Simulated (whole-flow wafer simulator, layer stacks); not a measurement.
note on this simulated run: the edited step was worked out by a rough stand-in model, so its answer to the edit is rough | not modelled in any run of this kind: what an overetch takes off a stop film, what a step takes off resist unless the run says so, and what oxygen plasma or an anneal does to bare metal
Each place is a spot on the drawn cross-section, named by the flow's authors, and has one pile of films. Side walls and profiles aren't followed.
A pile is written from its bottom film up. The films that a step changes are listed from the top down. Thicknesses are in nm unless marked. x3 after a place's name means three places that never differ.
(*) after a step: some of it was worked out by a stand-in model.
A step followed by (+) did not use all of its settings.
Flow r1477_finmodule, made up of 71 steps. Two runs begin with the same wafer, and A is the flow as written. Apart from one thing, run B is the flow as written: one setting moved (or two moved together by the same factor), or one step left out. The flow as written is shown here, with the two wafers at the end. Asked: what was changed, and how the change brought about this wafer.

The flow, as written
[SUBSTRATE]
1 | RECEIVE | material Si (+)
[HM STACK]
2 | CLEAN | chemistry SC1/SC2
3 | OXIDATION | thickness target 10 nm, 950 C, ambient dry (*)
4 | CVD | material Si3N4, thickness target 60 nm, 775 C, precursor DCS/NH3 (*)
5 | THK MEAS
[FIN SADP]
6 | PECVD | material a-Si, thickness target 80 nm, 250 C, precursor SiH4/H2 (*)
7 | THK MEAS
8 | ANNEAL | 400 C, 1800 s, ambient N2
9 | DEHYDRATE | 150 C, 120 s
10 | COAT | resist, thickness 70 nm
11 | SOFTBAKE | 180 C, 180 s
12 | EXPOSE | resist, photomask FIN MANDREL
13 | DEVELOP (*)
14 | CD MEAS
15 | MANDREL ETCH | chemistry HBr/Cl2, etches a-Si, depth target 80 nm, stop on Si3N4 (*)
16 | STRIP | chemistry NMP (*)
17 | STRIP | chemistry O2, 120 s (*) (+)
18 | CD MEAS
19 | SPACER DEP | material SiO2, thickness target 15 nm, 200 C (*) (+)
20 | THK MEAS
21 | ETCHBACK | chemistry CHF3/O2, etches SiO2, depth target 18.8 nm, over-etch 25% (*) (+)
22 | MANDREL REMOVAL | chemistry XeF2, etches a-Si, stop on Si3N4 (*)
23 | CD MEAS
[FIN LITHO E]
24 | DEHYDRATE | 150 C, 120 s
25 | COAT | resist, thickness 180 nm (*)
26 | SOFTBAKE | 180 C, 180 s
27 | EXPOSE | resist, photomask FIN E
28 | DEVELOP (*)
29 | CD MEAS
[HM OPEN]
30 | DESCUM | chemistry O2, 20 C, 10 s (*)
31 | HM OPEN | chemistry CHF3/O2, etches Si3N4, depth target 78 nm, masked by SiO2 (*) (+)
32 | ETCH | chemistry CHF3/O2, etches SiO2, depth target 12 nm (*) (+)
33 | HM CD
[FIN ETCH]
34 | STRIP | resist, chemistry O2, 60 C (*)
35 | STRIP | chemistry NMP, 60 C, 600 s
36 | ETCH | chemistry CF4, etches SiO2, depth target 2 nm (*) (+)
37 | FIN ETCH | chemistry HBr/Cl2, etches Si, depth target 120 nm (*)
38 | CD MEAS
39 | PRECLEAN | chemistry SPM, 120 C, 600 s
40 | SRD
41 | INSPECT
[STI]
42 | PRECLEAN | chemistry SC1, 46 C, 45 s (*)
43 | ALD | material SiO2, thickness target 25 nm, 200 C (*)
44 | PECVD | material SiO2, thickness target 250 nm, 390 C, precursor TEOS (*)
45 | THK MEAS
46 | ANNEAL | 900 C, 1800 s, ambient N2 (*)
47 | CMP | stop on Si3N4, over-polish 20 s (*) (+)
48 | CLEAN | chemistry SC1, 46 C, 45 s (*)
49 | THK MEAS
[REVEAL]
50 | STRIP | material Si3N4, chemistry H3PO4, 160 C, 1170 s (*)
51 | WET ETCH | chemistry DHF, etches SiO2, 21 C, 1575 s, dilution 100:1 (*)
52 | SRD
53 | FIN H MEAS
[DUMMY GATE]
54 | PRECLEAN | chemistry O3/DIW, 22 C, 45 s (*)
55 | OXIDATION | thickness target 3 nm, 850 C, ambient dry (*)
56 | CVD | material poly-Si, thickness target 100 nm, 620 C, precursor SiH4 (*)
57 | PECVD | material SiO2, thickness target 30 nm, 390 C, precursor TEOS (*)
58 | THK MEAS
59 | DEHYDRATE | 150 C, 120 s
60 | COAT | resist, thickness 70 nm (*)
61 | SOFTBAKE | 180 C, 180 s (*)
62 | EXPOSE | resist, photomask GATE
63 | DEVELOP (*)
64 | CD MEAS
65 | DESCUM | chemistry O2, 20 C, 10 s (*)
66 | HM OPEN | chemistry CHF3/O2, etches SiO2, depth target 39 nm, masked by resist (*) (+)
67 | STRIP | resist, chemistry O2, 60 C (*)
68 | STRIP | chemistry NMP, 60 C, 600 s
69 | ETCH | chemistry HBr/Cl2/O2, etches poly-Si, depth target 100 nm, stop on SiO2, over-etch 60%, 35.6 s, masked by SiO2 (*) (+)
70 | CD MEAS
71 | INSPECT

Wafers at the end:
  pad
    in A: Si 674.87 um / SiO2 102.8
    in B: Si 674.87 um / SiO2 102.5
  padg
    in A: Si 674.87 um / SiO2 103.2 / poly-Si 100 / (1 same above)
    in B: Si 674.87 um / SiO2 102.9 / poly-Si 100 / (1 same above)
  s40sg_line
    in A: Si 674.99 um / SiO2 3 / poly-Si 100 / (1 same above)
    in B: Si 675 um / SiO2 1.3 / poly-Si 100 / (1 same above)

What caused this: step 55, OXIDATION: thickness target 1.3 nm was run, while the flow as written has thickness target 3 nm.
The wafer lets one read it off: s40sg_line has SiO2 1.3, and step 55 as written asks for 3 nm.

How this came from the change, step by step:
  55 | OXIDATION | thickness target 3 nm, 850 C, ambient dry (*)
      s40sg_line, s45sg_line, s50sg_line, s40so_line, s45so_line, s50so_line: A SiO2 gains 3 (new film), chemical SiO2 loses 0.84 (all of it), Si loses 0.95 | B SiO2 gains 1.3 (new film), chemical SiO2 loses 0.84 (all of it), Si loses 0.2
  67 | STRIP | resist, chemistry O2, 60 C (*)
      s45sg: A resist loses 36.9 (all of it) | B resist loses 36.1 (all of it)
      s50sg: A resist loses 36.8 (all of it) | B resist loses 36 (all of it)
